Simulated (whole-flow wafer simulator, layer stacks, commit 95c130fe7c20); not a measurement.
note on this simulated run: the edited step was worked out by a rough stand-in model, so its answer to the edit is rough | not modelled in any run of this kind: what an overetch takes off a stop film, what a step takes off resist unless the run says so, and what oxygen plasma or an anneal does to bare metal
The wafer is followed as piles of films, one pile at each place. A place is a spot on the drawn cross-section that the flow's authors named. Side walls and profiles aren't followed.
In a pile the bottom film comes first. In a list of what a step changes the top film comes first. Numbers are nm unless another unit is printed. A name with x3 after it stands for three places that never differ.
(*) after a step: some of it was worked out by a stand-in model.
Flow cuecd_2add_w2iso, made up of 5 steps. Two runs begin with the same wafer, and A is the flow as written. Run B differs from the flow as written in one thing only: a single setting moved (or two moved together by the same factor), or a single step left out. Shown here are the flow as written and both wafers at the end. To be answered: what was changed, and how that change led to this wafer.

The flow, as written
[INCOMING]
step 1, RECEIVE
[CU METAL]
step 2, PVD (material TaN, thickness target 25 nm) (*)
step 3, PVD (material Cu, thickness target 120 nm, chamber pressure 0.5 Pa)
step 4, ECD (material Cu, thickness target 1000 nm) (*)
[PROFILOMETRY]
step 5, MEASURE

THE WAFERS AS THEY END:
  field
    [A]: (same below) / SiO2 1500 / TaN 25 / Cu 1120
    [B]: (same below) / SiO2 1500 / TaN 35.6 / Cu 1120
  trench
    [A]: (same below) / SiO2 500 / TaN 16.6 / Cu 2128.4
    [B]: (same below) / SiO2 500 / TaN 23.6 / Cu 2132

What caused this: step 2, PVD: thickness target 35.6 nm was run, whereas the flow has thickness target 25 nm.
The wafer itself shows it: field has TaN 35.6, and step 2 as written asks for 25 nm.

Step by step, how the change led to this:
  step 2, PVD (material TaN, thickness target 25 nm) (*)
      field: A +25 TaN (new film) | B +35.6 TaN (new film)
      trench: A +16.6 TaN (new film) | B +23.6 TaN (new film)
